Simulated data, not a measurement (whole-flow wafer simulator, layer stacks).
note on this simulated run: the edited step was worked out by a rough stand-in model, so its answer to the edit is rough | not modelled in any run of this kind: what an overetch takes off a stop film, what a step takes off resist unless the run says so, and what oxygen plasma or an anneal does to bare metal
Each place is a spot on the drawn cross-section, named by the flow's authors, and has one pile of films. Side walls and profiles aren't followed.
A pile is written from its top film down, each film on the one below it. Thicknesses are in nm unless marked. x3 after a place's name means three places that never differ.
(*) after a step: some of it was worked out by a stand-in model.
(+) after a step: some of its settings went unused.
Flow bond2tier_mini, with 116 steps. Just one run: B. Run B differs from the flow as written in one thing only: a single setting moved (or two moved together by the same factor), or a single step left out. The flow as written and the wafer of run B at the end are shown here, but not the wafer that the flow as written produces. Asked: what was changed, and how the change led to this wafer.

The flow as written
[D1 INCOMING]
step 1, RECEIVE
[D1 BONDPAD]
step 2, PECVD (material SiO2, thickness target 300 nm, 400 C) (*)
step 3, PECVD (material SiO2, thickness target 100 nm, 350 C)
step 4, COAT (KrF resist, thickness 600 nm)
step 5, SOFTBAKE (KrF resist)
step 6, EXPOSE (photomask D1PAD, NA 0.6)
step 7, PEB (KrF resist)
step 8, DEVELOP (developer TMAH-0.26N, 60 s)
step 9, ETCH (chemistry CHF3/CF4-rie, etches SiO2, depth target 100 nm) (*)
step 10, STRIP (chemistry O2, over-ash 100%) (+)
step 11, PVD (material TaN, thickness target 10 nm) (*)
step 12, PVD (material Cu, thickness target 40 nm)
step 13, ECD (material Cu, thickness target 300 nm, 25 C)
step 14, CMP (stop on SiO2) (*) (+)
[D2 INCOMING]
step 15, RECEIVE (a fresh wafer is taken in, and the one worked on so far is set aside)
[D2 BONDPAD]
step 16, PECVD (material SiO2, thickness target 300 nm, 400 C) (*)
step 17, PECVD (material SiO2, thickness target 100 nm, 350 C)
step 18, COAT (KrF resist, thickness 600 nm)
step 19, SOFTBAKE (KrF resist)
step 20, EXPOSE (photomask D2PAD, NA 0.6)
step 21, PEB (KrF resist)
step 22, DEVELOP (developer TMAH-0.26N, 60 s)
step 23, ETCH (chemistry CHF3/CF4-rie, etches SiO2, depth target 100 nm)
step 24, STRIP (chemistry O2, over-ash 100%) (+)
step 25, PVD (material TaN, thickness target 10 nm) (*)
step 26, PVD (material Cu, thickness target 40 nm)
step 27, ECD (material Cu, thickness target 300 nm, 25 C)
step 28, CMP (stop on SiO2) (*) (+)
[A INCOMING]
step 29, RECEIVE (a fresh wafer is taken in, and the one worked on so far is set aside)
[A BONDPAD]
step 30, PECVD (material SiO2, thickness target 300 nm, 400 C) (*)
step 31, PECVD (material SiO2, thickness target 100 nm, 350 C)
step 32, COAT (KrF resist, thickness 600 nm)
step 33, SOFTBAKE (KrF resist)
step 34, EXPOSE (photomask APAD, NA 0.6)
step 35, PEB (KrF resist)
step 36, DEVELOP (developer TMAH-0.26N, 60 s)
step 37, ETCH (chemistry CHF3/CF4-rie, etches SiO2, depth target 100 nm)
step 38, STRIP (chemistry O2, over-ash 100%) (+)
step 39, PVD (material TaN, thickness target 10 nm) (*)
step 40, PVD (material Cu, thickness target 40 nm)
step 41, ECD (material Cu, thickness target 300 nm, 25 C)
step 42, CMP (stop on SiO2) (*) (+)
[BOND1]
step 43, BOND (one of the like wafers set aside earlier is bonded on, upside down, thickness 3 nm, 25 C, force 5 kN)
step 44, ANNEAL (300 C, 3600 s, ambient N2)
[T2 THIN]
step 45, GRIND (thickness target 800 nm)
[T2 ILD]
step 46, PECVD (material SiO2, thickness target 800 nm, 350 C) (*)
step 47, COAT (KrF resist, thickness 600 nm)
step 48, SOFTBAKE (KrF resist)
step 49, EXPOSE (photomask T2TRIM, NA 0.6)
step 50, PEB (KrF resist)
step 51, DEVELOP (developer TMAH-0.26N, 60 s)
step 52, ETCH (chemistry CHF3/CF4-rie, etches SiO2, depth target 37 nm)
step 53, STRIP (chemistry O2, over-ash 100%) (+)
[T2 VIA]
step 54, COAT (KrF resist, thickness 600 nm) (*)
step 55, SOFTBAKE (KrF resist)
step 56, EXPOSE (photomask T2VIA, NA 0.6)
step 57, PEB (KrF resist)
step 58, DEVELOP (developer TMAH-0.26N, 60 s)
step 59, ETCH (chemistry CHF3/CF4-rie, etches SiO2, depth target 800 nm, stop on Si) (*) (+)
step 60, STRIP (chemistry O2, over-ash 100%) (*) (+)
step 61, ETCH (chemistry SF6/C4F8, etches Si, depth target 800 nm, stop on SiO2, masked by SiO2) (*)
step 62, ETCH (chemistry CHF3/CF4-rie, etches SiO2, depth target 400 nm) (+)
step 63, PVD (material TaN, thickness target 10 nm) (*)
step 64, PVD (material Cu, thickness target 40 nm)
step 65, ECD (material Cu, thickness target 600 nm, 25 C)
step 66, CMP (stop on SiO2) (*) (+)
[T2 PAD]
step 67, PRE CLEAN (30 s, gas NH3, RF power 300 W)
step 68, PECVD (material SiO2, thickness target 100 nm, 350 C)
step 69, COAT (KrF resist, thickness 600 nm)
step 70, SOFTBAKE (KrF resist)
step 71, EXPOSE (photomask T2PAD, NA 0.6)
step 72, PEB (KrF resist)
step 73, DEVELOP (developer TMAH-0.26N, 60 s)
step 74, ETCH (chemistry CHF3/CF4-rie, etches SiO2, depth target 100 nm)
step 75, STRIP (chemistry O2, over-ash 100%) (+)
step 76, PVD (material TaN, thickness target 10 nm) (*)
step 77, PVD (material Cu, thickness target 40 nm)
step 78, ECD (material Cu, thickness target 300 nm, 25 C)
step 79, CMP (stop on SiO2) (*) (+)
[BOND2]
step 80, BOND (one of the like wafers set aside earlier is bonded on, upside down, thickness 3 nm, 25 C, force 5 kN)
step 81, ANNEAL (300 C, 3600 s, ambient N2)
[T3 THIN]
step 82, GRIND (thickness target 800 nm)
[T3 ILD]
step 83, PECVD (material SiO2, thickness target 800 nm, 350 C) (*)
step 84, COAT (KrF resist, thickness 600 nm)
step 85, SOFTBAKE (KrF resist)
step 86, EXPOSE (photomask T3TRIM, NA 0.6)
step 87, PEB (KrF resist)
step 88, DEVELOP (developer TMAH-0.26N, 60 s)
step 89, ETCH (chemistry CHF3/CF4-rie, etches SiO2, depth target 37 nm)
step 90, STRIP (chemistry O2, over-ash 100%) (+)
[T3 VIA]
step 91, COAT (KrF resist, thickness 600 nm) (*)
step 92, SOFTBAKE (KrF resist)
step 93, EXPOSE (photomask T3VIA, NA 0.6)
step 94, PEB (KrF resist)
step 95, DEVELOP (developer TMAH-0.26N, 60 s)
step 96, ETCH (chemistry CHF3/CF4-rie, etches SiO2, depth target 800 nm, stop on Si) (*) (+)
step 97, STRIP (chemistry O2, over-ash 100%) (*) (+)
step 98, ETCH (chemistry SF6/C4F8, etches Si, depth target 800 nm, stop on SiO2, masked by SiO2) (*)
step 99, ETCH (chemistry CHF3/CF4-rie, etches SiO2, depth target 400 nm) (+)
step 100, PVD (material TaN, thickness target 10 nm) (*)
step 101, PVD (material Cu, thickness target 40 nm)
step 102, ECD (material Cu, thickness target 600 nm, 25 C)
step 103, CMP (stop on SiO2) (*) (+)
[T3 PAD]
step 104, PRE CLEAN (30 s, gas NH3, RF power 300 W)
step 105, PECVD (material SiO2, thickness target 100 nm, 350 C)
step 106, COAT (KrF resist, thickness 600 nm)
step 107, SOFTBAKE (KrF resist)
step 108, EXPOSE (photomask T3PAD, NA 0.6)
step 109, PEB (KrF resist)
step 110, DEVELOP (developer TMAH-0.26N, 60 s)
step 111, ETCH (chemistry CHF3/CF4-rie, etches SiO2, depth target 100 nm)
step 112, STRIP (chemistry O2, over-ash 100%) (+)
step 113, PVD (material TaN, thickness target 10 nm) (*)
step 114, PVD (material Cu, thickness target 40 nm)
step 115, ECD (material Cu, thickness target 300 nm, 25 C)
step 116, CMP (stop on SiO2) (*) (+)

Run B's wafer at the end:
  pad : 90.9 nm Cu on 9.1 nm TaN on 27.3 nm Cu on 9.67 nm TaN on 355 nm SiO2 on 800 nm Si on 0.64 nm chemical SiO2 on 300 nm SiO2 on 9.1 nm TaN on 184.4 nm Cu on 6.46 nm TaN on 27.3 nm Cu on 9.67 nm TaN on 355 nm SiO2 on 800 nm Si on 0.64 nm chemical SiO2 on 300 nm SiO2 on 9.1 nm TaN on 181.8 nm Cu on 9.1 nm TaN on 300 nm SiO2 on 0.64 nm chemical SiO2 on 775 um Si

What caused this: step 76, PVD: thickness target 7.1 nm was run, though the flow has thickness target 10 nm.

Step by step, how the change led to this:
  step 76, PVD (material TaN, thickness target 10 nm) (*)
      field: TaN gains 7.1 (new film) (as written it would have been: TaN gains 10 (new film))
      pad: TaN gains 6.46 (new film) (as written it would have been: TaN gains 9.1 (new film))
  step 79, CMP (stop on SiO2) (*) (+)
      field: Cu loses 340 (all of it), TaN loses 7.1 (all of it) (as written it would have been: Cu loses 340 (all of it), TaN loses 10 (all of it))
